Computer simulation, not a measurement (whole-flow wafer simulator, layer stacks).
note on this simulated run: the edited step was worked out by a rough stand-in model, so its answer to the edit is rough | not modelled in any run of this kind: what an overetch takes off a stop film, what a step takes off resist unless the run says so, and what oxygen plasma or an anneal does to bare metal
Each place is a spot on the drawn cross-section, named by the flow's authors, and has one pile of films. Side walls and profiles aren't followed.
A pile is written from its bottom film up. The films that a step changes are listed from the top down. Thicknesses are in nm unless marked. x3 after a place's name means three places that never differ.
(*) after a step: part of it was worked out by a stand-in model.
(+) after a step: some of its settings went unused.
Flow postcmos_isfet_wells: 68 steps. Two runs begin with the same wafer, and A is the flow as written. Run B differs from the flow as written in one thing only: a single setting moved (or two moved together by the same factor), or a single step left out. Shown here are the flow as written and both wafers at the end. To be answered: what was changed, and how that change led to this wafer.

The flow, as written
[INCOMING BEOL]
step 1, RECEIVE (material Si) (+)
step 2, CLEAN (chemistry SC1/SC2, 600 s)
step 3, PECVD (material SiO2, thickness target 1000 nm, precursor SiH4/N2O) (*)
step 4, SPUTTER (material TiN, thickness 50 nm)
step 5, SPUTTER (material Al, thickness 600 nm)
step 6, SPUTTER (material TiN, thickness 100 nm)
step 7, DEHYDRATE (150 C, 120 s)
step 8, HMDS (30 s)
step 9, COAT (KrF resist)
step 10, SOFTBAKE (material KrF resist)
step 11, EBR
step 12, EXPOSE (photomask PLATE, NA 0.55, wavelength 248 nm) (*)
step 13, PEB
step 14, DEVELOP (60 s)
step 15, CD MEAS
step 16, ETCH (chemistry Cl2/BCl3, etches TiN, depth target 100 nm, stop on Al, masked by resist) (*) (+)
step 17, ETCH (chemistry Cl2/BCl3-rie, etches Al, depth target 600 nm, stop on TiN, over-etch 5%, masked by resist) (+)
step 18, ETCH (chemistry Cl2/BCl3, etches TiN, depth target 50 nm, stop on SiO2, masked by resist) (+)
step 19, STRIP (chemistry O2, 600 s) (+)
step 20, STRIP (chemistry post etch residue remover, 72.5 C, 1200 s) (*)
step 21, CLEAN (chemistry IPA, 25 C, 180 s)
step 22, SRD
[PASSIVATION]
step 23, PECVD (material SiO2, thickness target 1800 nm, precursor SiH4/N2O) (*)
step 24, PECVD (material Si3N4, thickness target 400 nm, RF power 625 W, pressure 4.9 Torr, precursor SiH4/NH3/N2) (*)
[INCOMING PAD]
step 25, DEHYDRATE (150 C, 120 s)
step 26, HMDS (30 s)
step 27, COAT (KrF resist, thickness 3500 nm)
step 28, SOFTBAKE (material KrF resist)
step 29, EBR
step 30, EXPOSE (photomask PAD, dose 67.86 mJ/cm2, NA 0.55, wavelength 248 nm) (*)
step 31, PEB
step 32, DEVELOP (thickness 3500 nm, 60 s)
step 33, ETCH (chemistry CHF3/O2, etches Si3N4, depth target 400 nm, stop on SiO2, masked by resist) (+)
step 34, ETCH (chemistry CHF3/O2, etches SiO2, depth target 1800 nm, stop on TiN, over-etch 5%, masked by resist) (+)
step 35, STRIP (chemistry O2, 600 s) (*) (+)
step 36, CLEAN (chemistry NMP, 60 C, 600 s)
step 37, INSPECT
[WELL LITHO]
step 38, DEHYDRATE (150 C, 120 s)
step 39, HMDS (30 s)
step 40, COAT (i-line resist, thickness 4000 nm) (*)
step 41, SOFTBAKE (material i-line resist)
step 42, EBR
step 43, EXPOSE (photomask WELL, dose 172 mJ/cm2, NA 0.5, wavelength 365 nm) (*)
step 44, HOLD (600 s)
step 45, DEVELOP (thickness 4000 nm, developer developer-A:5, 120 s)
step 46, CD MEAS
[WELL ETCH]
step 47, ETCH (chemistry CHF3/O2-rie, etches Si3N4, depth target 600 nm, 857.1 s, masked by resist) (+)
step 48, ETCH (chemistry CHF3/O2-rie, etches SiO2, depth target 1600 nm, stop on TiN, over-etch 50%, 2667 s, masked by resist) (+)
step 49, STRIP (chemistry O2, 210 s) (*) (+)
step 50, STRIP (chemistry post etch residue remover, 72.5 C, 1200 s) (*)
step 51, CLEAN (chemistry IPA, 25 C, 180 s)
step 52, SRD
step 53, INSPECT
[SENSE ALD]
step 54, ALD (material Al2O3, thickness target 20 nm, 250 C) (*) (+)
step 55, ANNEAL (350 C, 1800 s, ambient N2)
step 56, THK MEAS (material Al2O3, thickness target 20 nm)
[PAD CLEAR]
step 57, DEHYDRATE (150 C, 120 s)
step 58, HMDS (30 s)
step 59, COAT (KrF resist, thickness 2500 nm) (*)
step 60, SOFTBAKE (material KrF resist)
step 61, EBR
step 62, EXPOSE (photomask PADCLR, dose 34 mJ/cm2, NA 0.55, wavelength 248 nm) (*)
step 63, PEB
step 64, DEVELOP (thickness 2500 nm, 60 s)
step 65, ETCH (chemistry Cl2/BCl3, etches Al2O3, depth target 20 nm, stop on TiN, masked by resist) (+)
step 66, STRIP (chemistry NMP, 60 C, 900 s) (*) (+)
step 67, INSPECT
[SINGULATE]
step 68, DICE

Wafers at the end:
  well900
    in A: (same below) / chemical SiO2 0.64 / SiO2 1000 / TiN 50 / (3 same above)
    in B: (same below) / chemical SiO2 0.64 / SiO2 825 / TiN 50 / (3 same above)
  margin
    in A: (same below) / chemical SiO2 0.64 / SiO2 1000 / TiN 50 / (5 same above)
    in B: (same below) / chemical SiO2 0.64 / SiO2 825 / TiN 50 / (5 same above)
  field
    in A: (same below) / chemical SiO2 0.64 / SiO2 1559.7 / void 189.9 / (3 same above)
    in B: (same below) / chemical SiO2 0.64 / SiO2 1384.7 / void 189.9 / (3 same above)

What caused this: step 3, PECVD: thickness target 825 nm was run, while the flow as written has thickness target 1000 nm.
The wafer lets one read it off: well900 has SiO2 825, and step 3 as written asks for 1000 nm.

Step by step, how the change led to this:
  step 3, PECVD (material SiO2, thickness target 1000 nm, precursor SiH4/N2O) (*)
      field, margin, well900, well1300 x3, pad_rim, pad_clr, pad_open: A SiO2 gains 1000 (new film) | B SiO2 gains 825 (new film)
